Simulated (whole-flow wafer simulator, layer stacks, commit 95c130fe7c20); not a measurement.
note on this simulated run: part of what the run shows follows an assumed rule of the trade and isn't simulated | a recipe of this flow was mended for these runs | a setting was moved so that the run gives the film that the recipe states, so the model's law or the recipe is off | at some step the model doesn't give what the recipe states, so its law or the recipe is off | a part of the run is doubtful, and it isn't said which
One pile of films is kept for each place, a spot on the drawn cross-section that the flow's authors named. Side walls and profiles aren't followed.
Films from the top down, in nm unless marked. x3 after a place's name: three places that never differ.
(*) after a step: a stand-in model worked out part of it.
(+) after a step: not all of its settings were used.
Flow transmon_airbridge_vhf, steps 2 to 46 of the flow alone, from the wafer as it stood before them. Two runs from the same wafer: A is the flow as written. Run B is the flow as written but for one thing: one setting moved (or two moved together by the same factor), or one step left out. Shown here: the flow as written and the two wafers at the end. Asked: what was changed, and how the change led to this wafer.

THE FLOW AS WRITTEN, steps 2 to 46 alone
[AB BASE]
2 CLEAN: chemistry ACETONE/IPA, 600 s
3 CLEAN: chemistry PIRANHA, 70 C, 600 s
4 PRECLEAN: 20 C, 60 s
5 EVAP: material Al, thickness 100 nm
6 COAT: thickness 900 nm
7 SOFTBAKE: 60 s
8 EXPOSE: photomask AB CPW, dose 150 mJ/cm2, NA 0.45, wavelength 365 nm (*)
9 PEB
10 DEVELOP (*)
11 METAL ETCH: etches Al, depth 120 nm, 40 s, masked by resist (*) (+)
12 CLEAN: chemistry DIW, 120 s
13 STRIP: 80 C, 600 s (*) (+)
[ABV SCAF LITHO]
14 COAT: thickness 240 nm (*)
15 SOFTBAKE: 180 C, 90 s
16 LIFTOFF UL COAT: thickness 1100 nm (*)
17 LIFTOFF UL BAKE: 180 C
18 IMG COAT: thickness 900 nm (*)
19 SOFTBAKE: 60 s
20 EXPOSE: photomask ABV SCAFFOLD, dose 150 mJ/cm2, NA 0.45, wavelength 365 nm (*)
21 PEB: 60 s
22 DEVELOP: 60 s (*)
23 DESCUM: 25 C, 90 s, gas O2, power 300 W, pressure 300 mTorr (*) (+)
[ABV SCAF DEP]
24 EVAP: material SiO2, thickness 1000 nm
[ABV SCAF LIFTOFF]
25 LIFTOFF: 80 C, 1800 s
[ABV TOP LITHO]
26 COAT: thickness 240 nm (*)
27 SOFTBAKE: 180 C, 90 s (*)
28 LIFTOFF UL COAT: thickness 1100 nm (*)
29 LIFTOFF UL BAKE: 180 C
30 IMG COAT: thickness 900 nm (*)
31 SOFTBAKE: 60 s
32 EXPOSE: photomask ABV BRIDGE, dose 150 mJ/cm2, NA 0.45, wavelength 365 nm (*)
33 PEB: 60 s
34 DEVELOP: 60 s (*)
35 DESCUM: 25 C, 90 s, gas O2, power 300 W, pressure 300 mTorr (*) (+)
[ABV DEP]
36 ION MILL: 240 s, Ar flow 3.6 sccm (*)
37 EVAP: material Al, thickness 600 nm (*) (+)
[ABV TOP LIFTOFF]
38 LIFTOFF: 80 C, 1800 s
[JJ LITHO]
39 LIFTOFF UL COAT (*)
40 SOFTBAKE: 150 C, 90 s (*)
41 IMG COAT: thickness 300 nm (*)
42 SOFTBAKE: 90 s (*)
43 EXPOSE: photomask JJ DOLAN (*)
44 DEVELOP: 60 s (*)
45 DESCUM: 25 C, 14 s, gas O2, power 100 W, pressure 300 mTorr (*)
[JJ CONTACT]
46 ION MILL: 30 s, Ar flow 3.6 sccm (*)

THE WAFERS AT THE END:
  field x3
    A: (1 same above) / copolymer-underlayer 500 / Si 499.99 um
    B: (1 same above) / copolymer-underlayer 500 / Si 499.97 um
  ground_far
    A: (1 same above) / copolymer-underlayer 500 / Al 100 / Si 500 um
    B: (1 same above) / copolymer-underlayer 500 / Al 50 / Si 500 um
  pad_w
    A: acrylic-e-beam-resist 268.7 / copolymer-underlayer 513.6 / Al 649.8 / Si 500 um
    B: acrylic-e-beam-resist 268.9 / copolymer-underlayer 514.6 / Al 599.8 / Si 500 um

The cause: step 5, EVAP: thickness 50 nm was run, where the flow has thickness 100 nm.
It can be read off the wafer: ground_far has Al 50, and step 5 as written asks for 100 nm.

How the change led to this, step by step:
  5 EVAP: material Al, thickness 100 nm
      field x3, jj_line, ground_far and 12 more: A Al +100 (new film) | B Al +50 (new film)
  11 METAL ETCH: etches Al, depth 120 nm, 40 s, masked by resist (*) (+)
      field x3, jj_line, gap_w, gap_e: A Al -86.7 (all of it), Si -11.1 | B Al -36.7 (all of it), Si -27.8
  14 COAT: thickness 240 nm (*)
      flank_w, flank_e: A acrylic-e-beam-resist +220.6 (new film) | B acrylic-e-beam-resist +225.9 (new film)
  23 DESCUM: 25 C, 90 s, gas O2, power 300 W, pressure 300 mTorr (*) (+)
      flank_w, flank_e: A acrylic-e-beam-resist -220.6 (all of it) | B acrylic-e-beam-resist -225.9 (all of it)
  26 COAT: thickness 240 nm (*)
      flank_w, flank_e: A acrylic-e-beam-resist +155.2 (new film) | B acrylic-e-beam-resist +159.3 (new film)
  35 DESCUM: 25 C, 90 s, gas O2, power 300 W, pressure 300 mTorr (*) (+)
      flank_w, flank_e: A acrylic-e-beam-resist -155.2 (all of it) | B acrylic-e-beam-resist -159.3 (all of it)
  41 IMG COAT: thickness 300 nm (*)
      flank_w, flank_e: A acrylic-e-beam-resist +217.1 (new film) | B acrylic-e-beam-resist +222.1 (new film)
